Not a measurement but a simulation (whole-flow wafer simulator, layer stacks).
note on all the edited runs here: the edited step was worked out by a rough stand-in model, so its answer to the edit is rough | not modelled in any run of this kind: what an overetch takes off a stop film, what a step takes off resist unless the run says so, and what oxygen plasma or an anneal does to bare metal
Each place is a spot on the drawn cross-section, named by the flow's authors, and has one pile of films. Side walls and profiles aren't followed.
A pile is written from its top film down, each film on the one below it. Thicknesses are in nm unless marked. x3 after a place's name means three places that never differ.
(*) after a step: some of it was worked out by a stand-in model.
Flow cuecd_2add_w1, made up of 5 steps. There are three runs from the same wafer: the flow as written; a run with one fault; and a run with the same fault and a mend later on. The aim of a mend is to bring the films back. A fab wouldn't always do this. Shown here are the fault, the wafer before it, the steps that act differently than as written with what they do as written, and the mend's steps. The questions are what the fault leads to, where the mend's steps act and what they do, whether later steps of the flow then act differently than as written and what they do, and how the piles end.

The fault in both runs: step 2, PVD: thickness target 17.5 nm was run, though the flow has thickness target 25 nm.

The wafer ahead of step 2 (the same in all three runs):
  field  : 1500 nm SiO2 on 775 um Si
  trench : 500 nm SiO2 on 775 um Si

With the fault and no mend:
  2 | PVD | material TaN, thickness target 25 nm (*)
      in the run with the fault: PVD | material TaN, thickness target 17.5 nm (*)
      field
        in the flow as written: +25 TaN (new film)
        in the run with the fault: +17.5 TaN (new film)
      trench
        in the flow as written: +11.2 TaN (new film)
        in the run with the fault: +7.87 TaN (new film)
  Every later step of the flow that is run acts as written, at every place that is followed, to within 2% or 0.5 nm, whichever is larger.
  At field, trench, the piles at the end differ from the flow's by more than 2% or 0.5 nm, whichever is larger.
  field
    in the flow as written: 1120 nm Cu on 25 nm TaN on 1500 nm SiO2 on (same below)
    in the run with the fault: 1120 nm Cu on 17.5 nm TaN on 1500 nm SiO2 on (same below)
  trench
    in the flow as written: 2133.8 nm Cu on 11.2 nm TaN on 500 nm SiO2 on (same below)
    in the run with the fault: 2129.6 nm Cu on 7.87 nm TaN on 500 nm SiO2 on (same below)

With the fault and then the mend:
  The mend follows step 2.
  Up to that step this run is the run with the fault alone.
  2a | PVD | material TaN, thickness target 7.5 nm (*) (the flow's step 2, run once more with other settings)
      field
        +7.5 TaN
      trench
        +3.32 TaN
  Every later step of the flow that is run acts as written at every place that is followed.
  By the end, the piles equal the flow's at every place that both follow.
